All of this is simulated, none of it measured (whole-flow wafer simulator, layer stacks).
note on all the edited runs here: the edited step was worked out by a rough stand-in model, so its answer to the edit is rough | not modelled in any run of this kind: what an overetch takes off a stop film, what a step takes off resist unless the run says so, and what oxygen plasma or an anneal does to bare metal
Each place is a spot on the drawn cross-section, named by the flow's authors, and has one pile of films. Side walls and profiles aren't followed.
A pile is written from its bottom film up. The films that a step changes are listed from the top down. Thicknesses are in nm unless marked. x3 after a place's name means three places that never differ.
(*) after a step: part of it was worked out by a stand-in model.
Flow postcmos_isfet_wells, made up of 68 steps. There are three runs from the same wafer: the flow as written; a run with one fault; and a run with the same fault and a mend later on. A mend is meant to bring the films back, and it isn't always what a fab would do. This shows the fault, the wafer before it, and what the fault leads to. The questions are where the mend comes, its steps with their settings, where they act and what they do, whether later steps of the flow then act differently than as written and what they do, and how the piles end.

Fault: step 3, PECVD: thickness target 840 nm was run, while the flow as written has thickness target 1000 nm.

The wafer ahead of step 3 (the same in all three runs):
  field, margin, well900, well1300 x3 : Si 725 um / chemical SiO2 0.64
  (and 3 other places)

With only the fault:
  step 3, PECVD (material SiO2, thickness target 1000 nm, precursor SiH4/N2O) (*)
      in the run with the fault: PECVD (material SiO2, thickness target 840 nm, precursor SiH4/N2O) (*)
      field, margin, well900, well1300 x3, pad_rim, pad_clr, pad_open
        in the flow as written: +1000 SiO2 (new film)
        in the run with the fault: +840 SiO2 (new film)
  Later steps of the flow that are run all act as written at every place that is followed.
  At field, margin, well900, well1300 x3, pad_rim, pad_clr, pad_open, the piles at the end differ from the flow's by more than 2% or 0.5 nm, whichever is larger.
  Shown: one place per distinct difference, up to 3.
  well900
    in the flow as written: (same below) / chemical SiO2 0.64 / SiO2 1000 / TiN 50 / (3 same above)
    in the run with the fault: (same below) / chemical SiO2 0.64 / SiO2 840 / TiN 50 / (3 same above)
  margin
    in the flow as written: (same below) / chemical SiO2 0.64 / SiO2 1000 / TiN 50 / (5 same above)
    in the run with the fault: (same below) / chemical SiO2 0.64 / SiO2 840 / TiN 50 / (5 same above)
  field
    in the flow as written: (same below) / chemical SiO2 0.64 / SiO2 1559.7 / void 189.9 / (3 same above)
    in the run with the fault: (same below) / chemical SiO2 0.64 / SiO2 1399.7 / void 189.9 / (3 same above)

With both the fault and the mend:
  After step 3 comes the mend.
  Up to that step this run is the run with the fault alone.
  step 3a, PECVD (material SiO2, thickness target 160 nm, precursor SiH4/N2O) (*) (the flow's step 3, run once more with other settings)
      field, margin, well900, well1300 x3, pad_rim, pad_clr, pad_open
        +160 SiO2
  Later steps of the flow that are run all act as written at every place that is followed.
  The piles end the same as the flow's at every place that both follow.
